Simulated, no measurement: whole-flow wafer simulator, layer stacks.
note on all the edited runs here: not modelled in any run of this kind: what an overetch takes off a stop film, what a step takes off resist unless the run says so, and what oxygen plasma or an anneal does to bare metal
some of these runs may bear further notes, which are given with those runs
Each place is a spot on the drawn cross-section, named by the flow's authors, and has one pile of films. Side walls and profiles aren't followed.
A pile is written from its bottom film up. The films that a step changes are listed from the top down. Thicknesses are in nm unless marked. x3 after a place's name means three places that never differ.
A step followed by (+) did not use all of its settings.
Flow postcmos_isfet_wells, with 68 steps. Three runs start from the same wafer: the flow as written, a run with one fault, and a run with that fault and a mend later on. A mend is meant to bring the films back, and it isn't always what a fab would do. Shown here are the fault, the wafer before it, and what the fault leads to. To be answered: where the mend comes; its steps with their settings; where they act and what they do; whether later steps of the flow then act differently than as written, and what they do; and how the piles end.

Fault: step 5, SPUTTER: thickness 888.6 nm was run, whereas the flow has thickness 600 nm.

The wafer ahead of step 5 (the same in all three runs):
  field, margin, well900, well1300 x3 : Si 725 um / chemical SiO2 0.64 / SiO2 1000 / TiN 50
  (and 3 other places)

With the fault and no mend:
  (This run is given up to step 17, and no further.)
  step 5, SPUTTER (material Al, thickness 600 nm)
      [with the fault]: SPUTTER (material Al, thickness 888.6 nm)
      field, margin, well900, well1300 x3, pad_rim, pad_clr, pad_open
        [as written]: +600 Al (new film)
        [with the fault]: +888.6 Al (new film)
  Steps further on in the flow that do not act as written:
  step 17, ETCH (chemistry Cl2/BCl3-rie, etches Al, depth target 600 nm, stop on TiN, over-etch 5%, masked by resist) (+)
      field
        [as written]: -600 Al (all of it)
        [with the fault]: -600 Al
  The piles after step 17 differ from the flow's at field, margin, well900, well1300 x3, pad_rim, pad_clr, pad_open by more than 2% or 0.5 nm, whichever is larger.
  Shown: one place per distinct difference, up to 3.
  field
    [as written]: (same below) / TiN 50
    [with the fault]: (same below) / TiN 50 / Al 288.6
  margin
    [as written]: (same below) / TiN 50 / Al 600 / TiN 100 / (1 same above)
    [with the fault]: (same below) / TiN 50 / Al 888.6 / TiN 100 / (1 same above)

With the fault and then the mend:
  The mend follows step 5.
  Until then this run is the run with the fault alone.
  step 5a, ETCH (chemistry al pan, depth target 1022 nm)
      field, margin, well900, well1300 x3, pad_rim, pad_clr, pad_open
        -888.6 Al (all of it)
  step 5b, SPUTTER (material Al, thickness 600 nm) (the flow's step 5, run once more)
      field, margin, well900, well1300 x3, pad_rim, pad_clr, pad_open
        +600 Al (new film)
  Later steps of the flow that are run all act as written at every place that is followed.
  By the end, the piles equal the flow's at every place that both follow.
